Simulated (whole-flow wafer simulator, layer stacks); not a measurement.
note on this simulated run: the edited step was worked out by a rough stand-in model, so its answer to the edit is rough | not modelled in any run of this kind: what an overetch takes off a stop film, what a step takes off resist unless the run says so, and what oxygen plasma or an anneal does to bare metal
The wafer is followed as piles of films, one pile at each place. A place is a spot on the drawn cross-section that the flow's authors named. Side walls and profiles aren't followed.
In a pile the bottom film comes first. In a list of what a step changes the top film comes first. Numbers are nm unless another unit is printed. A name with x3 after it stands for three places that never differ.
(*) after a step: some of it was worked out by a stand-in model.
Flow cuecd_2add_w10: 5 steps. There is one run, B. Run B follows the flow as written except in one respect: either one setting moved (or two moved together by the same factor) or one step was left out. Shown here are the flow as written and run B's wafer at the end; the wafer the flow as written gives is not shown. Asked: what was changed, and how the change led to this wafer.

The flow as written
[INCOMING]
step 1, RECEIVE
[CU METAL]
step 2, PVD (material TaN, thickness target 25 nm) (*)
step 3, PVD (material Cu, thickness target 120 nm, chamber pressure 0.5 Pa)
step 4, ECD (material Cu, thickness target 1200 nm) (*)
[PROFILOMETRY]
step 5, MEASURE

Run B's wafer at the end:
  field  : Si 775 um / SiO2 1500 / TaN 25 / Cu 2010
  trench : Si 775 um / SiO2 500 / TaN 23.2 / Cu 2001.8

What caused this: step 4, ECD: thickness target 1890 nm was run, while the flow as written has thickness target 1200 nm.

The path from the change to this, step by step:
  step 4, ECD (material Cu, thickness target 1200 nm) (*)
      field, trench: +1890 Cu (it would be, as written: +1200 Cu)
